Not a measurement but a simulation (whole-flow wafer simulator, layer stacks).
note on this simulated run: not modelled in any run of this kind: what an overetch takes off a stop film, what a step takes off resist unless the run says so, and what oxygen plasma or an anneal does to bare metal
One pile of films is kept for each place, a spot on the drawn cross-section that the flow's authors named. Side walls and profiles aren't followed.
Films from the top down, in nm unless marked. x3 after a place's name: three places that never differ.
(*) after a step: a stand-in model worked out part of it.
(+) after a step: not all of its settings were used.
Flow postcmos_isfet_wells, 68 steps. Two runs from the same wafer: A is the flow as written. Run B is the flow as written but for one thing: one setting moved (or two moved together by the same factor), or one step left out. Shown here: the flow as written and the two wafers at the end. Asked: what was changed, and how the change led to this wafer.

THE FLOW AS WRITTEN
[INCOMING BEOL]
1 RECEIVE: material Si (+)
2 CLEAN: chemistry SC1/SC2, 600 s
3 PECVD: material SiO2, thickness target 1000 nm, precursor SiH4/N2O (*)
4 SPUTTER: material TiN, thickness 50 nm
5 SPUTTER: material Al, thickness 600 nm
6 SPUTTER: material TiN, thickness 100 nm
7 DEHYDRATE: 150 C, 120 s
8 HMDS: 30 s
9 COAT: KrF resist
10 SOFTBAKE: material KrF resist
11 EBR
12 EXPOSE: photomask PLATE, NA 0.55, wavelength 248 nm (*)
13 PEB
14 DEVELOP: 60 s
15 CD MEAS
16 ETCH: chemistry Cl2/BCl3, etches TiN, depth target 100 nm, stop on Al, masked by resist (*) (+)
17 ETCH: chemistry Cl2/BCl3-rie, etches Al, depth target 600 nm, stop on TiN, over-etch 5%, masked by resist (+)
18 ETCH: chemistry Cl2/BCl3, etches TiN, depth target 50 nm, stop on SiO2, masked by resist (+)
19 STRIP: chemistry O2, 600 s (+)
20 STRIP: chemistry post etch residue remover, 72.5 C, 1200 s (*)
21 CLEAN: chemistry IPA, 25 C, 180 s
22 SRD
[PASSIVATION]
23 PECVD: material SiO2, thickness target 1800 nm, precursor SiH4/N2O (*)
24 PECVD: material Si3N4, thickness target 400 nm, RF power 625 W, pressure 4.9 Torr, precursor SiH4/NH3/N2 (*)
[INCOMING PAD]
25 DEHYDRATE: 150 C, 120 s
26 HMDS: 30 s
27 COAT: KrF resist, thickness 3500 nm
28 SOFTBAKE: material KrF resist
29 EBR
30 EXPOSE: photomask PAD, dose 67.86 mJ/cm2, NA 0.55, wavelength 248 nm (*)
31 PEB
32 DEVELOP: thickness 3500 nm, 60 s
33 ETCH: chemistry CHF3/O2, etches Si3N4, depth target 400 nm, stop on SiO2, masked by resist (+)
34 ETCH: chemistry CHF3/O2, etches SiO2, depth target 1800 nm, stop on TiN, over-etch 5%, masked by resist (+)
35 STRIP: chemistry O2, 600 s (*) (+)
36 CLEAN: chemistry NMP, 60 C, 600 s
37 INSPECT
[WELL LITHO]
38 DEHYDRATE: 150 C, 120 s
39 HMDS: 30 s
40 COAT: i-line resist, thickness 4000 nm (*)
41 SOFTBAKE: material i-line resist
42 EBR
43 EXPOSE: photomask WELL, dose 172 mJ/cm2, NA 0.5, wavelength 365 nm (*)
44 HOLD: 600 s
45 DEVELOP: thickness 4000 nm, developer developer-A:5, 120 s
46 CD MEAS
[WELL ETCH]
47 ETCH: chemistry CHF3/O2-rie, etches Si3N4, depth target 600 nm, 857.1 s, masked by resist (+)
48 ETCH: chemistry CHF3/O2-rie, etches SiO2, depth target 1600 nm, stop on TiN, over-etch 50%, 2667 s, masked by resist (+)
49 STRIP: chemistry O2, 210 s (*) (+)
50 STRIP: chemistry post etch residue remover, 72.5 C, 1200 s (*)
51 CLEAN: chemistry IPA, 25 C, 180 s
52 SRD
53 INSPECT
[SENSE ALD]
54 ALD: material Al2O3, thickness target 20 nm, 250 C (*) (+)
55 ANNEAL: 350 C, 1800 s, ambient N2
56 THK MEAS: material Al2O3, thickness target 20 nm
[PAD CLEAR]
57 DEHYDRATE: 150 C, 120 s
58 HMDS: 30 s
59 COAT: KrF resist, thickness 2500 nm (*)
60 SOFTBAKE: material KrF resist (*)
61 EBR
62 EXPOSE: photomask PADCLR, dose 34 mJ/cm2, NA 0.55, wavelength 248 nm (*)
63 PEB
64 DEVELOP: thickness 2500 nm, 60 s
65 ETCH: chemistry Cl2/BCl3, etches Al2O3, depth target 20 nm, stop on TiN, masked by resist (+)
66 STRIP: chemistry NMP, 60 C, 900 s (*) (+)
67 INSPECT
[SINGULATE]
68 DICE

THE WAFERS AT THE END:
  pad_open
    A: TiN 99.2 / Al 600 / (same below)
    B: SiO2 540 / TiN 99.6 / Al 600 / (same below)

The cause: step 34, ETCH: depth target 1260 nm was run, where the flow has depth target 1800 nm.

How the change led to this, step by step:
  34 ETCH: chemistry CHF3/O2, etches SiO2, depth target 1800 nm, stop on TiN, over-etch 5%, masked by resist (+)
      pad_open: A SiO2 -1800 (all of it) | B SiO2 -1260
      field, margin, well900, well1300 x3, pad_rim, pad_clr: A KrF resist -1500 | B KrF resist -1050
  35 STRIP: chemistry O2, 600 s (*) (+)
      field, margin, well900, well1300 x3, pad_rim, pad_clr: A KrF resist -1638.4 (all of it) | B KrF resist -2088.4 (all of it)
  40 COAT: i-line resist, thickness 4000 nm (*)
      pad_clr: A i-line resist +3256.8 (new film) | B i-line resist +3427.9 (new film)
      pad_open: A i-line resist +4804.7 (new film) | B i-line resist +4610.1 (new film)
  41 SOFTBAKE: material i-line resist
      pad_clr: A i-line resist -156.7 | B i-line resist -105.2
      pad_open: A i-line resist +115.3 | B i-line resist +90.3
  49 STRIP: chemistry O2, 210 s (*) (+)
      pad_clr: A i-line resist -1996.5 (all of it) | B i-line resist -2219.1 (all of it)
      pad_open: A i-line resist -3816.3 (all of it) | B i-line resist -3596.7 (all of it)
  59 COAT: KrF resist, thickness 2500 nm (*)
      pad_rim: A KrF resist +1976.4 (new film) | B KrF resist +2102.7 (new film)
      pad_clr: A KrF resist +1691.6 (new film) | B KrF resist +1877.9 (new film)
      (and at 1 more place)
  60 SOFTBAKE: material KrF resist (*)
      pad_rim: A nothing | B KrF resist -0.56
      pad_clr: A KrF resist -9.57 | B KrF resist -8.11
  64 DEVELOP: thickness 2500 nm, 60 s
      pad_clr: A KrF resist -1682 (all of it) | B KrF resist -1869.8 (all of it)
      pad_open: A KrF resist -3067.2 (all of it) | B KrF resist -2927.8 (all of it)
  66 STRIP: chemistry NMP, 60 C, 900 s (*) (+)
      pad_rim: A KrF resist -1937.7 (all of it) | B KrF resist -2063.4 (all of it)
